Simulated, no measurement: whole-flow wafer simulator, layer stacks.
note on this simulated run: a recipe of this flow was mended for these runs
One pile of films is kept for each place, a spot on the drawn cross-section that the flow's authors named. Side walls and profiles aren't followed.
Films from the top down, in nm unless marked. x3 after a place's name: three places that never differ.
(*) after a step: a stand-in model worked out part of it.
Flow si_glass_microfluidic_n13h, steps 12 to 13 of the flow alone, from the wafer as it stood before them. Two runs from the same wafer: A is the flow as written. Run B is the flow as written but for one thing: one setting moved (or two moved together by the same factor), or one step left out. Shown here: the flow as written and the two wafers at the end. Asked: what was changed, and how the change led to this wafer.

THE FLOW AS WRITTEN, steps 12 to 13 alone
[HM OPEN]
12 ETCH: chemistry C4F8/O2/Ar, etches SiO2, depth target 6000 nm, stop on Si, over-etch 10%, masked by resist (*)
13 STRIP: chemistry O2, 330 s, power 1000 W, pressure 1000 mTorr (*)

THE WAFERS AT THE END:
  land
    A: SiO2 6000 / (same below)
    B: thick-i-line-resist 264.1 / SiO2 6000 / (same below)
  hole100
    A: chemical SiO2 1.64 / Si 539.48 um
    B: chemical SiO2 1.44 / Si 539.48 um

The cause: step 13, STRIP: 198 s was run, where the flow has 330 s.

How the change led to this, step by step:
  13 STRIP: chemistry O2, 330 s, power 1000 W, pressure 1000 mTorr (*)
      land: A thick-i-line-resist -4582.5 (all of it) | B thick-i-line-resist -4318.4
